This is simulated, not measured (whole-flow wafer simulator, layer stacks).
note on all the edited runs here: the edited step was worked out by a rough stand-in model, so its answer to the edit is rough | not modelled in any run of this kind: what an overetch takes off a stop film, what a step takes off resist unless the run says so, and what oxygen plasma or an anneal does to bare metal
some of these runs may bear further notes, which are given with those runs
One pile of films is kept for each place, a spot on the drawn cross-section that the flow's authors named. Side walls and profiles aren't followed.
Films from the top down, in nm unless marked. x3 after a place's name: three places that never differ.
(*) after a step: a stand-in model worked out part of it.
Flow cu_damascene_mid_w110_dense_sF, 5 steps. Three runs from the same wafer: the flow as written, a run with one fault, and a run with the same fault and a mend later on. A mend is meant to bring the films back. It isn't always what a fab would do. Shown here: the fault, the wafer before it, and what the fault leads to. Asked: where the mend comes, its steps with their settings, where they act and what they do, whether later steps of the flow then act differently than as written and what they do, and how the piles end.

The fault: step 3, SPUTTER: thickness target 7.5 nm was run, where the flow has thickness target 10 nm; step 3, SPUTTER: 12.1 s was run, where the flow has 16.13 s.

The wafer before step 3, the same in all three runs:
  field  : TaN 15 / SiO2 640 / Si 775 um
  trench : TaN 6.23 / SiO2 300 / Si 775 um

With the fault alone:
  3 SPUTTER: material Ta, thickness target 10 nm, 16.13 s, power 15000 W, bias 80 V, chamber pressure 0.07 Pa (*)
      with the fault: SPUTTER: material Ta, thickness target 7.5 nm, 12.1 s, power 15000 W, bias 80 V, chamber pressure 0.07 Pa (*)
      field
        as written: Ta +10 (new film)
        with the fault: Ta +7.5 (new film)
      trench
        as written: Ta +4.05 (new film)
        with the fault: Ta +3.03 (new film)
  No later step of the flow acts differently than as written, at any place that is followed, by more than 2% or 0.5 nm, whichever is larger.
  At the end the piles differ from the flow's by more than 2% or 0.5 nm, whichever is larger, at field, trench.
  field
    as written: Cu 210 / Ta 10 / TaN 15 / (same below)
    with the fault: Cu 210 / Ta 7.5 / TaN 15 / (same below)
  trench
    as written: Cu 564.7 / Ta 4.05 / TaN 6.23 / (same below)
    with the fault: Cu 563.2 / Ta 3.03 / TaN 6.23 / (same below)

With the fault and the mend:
  The mend comes after step 3.
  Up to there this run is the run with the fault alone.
  3a SPUTTER: material Ta, thickness target 2.5 nm, 4.032 s, power 15000 W, bias 80 V, chamber pressure 0.07 Pa (*) (the flow's step 3 once more, with other settings)
      field
        Ta +2.5
      trench
        Ta +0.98
  No later step of the flow acts differently than as written, at any place that is followed, by more than 2% or 0.5 nm, whichever is larger.
  At the end the piles differ from the flow's only slightly at the places that both follow, by at most 2% or 0.5 nm, whichever is larger.
